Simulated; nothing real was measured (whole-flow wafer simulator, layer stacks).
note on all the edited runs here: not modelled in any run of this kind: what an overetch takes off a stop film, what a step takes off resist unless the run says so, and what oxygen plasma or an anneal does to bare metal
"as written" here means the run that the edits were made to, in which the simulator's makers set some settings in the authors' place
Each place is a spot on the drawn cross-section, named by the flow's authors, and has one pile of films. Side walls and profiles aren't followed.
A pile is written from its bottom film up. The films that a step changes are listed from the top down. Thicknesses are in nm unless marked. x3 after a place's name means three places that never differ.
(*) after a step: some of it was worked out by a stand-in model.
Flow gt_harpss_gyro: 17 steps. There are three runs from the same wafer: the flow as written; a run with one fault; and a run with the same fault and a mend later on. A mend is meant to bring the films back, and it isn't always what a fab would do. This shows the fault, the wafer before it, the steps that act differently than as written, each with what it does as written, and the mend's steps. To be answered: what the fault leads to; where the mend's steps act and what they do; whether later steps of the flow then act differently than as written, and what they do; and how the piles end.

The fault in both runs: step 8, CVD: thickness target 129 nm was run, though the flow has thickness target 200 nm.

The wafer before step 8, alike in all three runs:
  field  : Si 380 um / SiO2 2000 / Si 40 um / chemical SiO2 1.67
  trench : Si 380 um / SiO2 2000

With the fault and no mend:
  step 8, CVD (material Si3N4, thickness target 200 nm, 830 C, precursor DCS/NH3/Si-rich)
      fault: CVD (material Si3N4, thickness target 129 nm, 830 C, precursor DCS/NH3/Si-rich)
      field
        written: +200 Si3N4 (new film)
        fault: +129 Si3N4 (new film)
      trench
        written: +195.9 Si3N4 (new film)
        fault: +126.6 Si3N4 (new film)
  Steps further on in the flow that do not act as written:
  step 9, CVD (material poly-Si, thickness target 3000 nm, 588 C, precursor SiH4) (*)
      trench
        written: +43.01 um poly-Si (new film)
        fault: +43 um poly-Si (new film)
  At field, trench, the piles at the end differ from the flow's by more than 2% or 0.5 nm, whichever is larger.
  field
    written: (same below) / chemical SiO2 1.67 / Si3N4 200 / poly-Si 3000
    fault: (same below) / chemical SiO2 1.67 / Si3N4 129 / poly-Si 3000
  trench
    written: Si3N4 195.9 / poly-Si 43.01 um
    fault: Si3N4 126.6 / poly-Si 43 um

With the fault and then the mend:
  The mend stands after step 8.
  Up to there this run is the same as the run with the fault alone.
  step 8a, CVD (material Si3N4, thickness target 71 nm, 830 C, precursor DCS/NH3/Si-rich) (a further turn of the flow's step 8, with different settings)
      field
        +71 Si3N4
      trench
        +69.3 Si3N4
  None of the later steps of the flow acts differently than as written at any place that is followed.
  At the end the piles are close to the flow's at the places that both follow, differing by at most 2% or 0.5 nm, whichever is larger.
